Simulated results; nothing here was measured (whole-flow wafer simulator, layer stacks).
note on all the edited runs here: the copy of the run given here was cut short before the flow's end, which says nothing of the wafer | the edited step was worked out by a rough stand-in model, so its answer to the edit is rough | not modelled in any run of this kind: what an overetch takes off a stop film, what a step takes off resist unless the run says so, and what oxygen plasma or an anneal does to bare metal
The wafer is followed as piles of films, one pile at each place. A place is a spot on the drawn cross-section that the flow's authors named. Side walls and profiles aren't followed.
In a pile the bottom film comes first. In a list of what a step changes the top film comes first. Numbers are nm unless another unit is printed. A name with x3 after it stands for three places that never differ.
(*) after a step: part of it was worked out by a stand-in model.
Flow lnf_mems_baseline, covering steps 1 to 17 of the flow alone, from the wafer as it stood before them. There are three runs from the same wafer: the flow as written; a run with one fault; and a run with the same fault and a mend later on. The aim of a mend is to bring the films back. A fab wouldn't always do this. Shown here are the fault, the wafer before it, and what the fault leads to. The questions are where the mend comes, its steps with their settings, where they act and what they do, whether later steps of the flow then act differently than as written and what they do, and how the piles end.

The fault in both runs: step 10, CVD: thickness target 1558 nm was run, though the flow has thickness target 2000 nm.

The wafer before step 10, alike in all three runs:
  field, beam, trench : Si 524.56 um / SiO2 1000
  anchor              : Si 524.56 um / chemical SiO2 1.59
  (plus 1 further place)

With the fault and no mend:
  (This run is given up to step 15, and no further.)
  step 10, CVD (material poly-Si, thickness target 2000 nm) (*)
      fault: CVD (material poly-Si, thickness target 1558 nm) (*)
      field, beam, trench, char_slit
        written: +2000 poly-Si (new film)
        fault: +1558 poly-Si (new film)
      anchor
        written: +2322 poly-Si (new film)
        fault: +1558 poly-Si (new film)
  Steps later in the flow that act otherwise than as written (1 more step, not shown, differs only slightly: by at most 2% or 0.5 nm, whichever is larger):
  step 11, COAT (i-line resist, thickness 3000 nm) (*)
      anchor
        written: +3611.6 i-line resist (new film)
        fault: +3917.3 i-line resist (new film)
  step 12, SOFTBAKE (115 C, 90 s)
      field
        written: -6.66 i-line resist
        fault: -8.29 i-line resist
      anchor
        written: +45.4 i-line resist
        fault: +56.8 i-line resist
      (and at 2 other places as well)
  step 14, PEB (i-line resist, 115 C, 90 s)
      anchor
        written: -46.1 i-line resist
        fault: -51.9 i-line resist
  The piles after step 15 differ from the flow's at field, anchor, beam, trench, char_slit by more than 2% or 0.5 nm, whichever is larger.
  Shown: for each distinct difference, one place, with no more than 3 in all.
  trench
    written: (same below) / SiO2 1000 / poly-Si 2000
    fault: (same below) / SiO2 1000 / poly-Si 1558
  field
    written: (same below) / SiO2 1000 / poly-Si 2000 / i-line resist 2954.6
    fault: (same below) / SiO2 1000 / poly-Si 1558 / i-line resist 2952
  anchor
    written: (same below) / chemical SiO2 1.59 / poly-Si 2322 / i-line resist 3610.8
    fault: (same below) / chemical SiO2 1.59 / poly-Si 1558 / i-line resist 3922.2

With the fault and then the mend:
  After step 10 comes the mend.
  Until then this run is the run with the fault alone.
  step 10a, ETCH (chemistry tmah, depth target 2007 nm)
      field, anchor, beam, trench, char_slit
        -1558 poly-Si (all of it)
  step 10b, CLEAN (chemistry SC1/SC2) (a further turn of the flow's step 1)
      leaves every film unchanged at each place that is followed
  step 10c, CVD (material poly-Si, thickness target 2000 nm) (*) (a further turn of the flow's step 10)
      field, beam, trench, char_slit
        +2000 poly-Si (new film)
      anchor
        +2322 poly-Si (new film)
  Later steps of the flow that are run all act as written at every place that is followed.
  At every place that both follow, the piles at the end match the flow's.
